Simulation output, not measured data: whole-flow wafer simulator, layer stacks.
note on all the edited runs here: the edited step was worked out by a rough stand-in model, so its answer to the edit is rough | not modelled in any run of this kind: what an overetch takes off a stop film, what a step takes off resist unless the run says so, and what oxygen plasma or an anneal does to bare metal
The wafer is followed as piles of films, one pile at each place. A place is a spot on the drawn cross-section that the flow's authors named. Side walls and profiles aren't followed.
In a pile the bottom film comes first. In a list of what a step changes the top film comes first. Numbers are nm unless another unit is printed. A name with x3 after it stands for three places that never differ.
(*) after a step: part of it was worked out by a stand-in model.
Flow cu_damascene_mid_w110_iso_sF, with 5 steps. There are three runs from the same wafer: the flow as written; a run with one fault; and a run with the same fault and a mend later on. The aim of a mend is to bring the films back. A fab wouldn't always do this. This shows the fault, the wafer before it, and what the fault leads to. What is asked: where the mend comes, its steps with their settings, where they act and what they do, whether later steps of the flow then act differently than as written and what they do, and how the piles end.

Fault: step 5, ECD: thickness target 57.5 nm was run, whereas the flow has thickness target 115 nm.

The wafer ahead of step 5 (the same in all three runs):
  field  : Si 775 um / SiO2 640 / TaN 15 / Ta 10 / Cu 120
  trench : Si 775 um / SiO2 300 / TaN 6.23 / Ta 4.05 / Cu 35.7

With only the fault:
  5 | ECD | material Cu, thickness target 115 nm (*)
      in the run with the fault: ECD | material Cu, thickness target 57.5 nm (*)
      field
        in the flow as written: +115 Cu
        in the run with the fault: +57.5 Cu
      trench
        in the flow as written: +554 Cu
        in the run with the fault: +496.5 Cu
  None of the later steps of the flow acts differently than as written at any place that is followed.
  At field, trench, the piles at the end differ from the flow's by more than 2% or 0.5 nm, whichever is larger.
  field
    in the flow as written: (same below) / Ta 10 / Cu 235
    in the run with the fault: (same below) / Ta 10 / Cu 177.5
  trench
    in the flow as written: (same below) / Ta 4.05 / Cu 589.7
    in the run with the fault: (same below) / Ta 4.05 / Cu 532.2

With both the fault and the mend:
  The mend stands after step 5.
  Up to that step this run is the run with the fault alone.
  5a | ECD | material Cu, thickness target 57.5 nm (the flow's step 5, run once more with other settings)
      field, trench
        +57.5 Cu
  None of the later steps of the flow acts differently than as written at any place that is followed.
  The piles end the same as the flow's at every place that both follow.
